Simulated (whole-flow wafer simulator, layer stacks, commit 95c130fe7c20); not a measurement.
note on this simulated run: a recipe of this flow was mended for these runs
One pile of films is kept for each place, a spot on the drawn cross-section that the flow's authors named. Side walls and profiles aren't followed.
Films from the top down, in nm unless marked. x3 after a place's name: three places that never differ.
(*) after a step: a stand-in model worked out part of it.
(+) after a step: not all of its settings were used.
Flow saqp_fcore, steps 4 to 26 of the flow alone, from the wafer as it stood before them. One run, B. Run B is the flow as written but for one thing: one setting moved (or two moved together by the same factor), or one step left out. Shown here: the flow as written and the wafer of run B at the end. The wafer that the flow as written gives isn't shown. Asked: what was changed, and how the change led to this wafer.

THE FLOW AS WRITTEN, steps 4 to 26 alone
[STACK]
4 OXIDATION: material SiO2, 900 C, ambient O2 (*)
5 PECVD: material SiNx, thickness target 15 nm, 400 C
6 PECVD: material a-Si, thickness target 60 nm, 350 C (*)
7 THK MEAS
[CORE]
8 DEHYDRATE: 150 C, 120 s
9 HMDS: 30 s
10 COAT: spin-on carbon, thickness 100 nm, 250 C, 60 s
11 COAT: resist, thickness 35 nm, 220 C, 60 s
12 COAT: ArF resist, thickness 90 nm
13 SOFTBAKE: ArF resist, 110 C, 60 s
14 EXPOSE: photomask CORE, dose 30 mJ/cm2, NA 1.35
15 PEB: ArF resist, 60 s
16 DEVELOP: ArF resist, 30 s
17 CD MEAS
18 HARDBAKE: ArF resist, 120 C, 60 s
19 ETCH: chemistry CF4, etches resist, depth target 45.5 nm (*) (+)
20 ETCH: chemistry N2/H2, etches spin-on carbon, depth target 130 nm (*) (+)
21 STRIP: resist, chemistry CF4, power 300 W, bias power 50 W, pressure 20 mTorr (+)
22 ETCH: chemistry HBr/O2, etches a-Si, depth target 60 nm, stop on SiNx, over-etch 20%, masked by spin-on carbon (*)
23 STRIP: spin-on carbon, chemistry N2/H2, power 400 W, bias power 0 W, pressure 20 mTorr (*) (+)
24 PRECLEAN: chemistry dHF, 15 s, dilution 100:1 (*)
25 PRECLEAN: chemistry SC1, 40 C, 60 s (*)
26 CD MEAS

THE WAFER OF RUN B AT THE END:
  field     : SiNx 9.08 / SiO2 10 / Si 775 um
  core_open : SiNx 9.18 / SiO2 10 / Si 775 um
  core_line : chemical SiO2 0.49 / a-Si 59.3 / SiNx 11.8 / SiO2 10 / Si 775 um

The cause: step 5, PECVD: thickness target 11.8 nm was run, where the flow has thickness target 15 nm.
It can be read off the wafer: core_line has SiNx 11.8, and step 5 as written asks for 15 nm.

How the change led to this, step by step:
  5 PECVD: material SiNx, thickness target 15 nm, 400 C
      field, core_open, core_line: SiNx +11.8 (new film) (as written it would be: SiNx +15 (new film))
